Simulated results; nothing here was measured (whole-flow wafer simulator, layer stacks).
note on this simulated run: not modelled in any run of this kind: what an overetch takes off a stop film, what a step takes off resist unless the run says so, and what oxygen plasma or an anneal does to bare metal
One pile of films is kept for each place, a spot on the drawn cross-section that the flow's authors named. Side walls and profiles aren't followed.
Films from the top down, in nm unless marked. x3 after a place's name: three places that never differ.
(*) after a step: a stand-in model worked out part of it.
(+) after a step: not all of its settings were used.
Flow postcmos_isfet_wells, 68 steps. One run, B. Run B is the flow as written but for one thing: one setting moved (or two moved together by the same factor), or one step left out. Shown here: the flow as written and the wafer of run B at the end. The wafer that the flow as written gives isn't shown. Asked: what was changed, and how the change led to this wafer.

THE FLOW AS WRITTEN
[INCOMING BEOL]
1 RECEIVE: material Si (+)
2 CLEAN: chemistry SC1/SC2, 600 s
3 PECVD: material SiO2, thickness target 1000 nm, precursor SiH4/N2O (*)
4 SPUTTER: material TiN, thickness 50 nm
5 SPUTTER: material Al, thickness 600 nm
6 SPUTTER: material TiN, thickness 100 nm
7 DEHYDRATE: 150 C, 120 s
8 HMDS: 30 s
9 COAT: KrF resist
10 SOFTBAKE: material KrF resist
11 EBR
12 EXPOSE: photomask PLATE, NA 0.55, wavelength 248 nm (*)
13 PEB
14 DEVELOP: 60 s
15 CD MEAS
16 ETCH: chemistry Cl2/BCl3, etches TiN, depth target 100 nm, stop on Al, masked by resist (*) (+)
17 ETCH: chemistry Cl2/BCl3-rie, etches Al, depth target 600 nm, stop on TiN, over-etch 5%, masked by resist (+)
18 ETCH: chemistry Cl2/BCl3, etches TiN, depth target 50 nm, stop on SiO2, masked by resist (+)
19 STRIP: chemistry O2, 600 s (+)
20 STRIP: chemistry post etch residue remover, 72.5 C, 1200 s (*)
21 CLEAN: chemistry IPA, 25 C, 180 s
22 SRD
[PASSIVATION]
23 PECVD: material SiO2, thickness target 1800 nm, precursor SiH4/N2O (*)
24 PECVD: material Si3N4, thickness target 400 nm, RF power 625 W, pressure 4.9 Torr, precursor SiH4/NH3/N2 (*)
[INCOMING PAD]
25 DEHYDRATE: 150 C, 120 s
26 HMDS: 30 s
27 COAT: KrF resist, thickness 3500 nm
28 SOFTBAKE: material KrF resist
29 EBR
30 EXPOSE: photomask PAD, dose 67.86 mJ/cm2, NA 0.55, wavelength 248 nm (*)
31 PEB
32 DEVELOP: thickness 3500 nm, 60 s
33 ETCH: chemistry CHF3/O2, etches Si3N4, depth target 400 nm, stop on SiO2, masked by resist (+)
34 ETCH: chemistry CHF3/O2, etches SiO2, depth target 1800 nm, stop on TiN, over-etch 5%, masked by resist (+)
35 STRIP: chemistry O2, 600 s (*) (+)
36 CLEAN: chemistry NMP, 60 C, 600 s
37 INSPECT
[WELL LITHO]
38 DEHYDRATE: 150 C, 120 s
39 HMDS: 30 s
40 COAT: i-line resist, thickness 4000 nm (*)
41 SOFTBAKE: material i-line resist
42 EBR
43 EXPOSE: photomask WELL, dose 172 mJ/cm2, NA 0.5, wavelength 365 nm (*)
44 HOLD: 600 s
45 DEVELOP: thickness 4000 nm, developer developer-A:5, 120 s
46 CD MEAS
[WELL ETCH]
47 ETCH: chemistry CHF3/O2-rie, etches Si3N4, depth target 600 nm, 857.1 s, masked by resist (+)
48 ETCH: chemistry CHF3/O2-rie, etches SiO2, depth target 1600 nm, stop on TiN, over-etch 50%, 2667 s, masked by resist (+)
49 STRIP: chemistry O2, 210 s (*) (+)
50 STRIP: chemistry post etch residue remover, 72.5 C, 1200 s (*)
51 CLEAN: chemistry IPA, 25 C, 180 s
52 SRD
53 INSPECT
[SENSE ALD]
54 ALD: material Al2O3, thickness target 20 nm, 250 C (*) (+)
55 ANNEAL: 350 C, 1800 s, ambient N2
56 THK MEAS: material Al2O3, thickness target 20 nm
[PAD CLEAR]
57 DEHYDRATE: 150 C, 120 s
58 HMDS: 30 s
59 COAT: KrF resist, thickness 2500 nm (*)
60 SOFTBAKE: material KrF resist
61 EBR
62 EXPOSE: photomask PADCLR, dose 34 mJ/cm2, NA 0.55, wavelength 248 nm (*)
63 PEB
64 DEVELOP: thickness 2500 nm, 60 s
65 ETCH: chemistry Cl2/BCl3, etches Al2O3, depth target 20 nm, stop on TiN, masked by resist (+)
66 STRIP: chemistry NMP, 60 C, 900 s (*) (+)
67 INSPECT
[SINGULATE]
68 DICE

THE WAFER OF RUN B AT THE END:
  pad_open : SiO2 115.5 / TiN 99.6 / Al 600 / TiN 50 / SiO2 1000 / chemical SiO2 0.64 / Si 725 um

The cause: step 33, ETCH: depth target 290 nm was run, where the flow has depth target 400 nm.

How the change led to this, step by step:
  33 ETCH: chemistry CHF3/O2, etches Si3N4, depth target 400 nm, stop on SiO2, masked by resist (+)
      pad_open: Si3N4 -290 (as written it would be: Si3N4 -400 (all of it))
      field, margin, well900, well1300 x3, pad_rim, pad_clr: KrF resist -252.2 (as written it would be: KrF resist -347.8)
  34 ETCH: chemistry CHF3/O2, etches SiO2, depth target 1800 nm, stop on TiN, over-etch 5%, masked by resist (+)
      pad_open: Si3N4 -110 (all of it), SiO2 -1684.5 (as written it would be: SiO2 -1800 (all of it))
  35 STRIP: chemistry O2, 600 s (*) (+)
      field, margin, well900, well1300 x3, pad_rim, pad_clr: KrF resist -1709 (all of it) (as written it would be: KrF resist -1613.3 (all of it))
  41 SOFTBAKE: material i-line resist
      pad_clr: i-line resist -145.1 (as written it would be: i-line resist -156.7)
      pad_open: i-line resist +110.2 (as written it would be: i-line resist +115.3)
  49 STRIP: chemistry O2, 210 s (*) (+)
      pad_clr: i-line resist -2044 (all of it) (as written it would be: i-line resist -1996.5 (all of it))
  59 COAT: KrF resist, thickness 2500 nm (*)
      pad_clr: KrF resist +1730.4 (new film) (as written it would be: KrF resist +1691.6 (new film))
  64 DEVELOP: thickness 2500 nm, 60 s
      pad_clr: KrF resist -1714.6 (all of it) (as written it would be: KrF resist -1676 (all of it))
